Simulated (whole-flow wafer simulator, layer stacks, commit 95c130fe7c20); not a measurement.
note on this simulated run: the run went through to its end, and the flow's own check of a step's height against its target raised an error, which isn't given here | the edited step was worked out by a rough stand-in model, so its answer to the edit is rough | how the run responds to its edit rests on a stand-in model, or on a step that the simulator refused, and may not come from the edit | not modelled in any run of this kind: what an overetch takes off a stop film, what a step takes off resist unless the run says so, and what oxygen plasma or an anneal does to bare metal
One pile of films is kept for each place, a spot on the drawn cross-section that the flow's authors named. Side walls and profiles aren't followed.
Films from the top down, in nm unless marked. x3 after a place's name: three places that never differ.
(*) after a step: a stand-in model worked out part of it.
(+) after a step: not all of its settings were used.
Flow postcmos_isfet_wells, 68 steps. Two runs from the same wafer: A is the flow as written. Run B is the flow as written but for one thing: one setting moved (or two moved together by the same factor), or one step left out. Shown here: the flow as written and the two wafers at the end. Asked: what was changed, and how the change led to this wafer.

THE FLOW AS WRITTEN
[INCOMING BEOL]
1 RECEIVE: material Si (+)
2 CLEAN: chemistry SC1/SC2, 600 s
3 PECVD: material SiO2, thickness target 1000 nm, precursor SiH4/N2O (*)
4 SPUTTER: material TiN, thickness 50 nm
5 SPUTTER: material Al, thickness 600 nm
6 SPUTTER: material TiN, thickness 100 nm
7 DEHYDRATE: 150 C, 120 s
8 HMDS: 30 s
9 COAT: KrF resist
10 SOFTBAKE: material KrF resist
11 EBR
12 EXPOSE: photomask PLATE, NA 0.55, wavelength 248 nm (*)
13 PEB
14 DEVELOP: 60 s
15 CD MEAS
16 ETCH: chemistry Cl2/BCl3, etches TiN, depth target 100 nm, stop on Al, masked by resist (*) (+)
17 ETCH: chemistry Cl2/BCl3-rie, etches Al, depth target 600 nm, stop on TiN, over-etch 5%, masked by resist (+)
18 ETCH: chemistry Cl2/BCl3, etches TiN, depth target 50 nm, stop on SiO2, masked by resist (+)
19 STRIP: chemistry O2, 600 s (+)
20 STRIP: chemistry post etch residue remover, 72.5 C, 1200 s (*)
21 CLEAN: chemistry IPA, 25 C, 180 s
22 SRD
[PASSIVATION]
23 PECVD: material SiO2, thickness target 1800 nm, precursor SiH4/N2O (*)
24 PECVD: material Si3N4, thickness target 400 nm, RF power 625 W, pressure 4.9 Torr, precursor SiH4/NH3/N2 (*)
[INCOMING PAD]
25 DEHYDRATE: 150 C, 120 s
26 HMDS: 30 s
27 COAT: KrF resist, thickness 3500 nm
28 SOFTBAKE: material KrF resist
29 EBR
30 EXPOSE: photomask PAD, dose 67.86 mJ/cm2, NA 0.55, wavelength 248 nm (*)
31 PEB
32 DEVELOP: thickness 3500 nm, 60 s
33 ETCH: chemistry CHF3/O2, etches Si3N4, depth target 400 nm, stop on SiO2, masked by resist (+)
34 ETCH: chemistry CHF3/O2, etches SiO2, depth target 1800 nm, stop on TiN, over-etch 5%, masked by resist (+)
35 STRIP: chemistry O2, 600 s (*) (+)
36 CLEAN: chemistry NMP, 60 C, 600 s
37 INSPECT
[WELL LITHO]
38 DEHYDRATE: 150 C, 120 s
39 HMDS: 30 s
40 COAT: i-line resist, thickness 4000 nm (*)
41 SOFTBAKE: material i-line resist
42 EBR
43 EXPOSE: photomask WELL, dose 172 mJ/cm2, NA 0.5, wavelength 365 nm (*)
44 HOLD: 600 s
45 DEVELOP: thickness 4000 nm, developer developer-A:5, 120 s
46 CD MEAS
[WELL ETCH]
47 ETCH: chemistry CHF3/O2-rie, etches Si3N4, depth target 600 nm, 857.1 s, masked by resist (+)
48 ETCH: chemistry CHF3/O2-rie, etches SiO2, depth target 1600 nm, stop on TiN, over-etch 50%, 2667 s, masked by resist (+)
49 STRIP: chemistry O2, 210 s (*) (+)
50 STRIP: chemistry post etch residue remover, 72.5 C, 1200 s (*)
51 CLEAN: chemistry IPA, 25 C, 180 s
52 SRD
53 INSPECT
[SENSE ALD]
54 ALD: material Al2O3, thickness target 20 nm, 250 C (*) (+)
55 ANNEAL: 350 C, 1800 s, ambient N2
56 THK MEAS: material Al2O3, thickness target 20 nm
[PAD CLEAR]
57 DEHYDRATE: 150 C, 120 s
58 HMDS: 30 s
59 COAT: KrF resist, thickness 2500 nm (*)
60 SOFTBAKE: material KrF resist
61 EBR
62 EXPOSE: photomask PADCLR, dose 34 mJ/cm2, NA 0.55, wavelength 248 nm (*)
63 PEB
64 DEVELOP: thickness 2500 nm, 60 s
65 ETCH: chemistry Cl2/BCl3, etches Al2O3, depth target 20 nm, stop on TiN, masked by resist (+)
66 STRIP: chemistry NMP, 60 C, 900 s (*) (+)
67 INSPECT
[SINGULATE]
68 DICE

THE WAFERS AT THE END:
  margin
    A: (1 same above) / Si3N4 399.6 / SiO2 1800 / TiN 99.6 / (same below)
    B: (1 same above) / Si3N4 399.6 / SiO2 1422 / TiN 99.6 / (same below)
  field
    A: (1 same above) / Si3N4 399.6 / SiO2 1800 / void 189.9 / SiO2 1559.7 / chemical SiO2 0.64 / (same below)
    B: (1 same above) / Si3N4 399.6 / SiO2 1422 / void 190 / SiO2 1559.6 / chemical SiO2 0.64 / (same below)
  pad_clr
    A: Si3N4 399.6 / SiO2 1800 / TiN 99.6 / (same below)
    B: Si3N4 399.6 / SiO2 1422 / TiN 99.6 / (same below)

The cause: step 23, PECVD: thickness target 1422 nm was run, where the flow has thickness target 1800 nm.
It can be read off the wafer: margin has SiO2 1422, and step 23 as written asks for 1800 nm.

How the change led to this, step by step:
  23 PECVD: material SiO2, thickness target 1800 nm, precursor SiH4/N2O (*)
      margin, well900, well1300 x3, pad_rim, pad_clr, pad_open: A SiO2 +1800 (new film) | B SiO2 +1422 (new film)
      field: A SiO2 +1800 (new film), void +189.9 (new film), SiO2 +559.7 | B SiO2 +1422 (new film), void +190 (new film), SiO2 +559.6
  34 ETCH: chemistry CHF3/O2, etches SiO2, depth target 1800 nm, stop on TiN, over-etch 5%, masked by resist (+)
      field, margin, well900, well1300 x3, pad_rim, pad_clr: A KrF resist -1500 | B KrF resist -1244.2
      pad_open: A SiO2 -1800 (all of it) | B SiO2 -1422 (all of it)
  35 STRIP: chemistry O2, 600 s (*) (+)
      field, margin, well900, well1300 x3, pad_rim, pad_clr: A KrF resist -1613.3 (all of it) | B KrF resist -1869.1 (all of it)
  40 COAT: i-line resist, thickness 4000 nm (*)
      pad_clr: A i-line resist +3256.8 (new film) | B i-line resist +3376 (new film)
      pad_open: A i-line resist +4804.7 (new film) | B i-line resist +4668.5 (new film)
  41 SOFTBAKE: material i-line resist
      pad_clr: A i-line resist -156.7 | B i-line resist -120.1
      pad_open: A i-line resist +115.3 | B i-line resist +98.2
  48 ETCH: chemistry CHF3/O2-rie, etches SiO2, depth target 1600 nm, stop on TiN, over-etch 50%, 2667 s, masked by resist (+)
      well900, well1300 x3: A SiO2 -1600 (all of it) | B SiO2 -1222 (all of it)
  49 STRIP: chemistry O2, 210 s (*) (+)
      pad_clr: A i-line resist -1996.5 (all of it) | B i-line resist -2152.3 (all of it)
      pad_open: A i-line resist -3816.3 (all of it) | B i-line resist -3663.1 (all of it)
  59 COAT: KrF resist, thickness 2500 nm (*)
      field: A KrF resist +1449 (new film) | B KrF resist +1629.6 (new film)
      margin: A KrF resist +1448.9 (new film) | B KrF resist +1629.5 (new film)
      (and at 3 more places)
  60 SOFTBAKE: material KrF resist
      pad_clr: A KrF resist -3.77 | B KrF resist -3.22
  63 PEB
      field, margin: A KrF resist -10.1 | B KrF resist -11.4
      pad_rim: A KrF resist -13.9 | B KrF resist -14.5
      (and at 2 more places)
  64 DEVELOP: thickness 2500 nm, 60 s
      pad_clr: A KrF resist -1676 (all of it) | B KrF resist -1803.3 (all of it)
      pad_open: A KrF resist -3045.1 (all of it) | B KrF resist -2950.6 (all of it)
  66 STRIP: chemistry NMP, 60 C, 900 s (*) (+)
      field, margin: A KrF resist -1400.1 (all of it) | B KrF resist -1579.4 (all of it)
      pad_rim: A KrF resist -1923.7 (all of it) | B KrF resist -2009 (all of it)
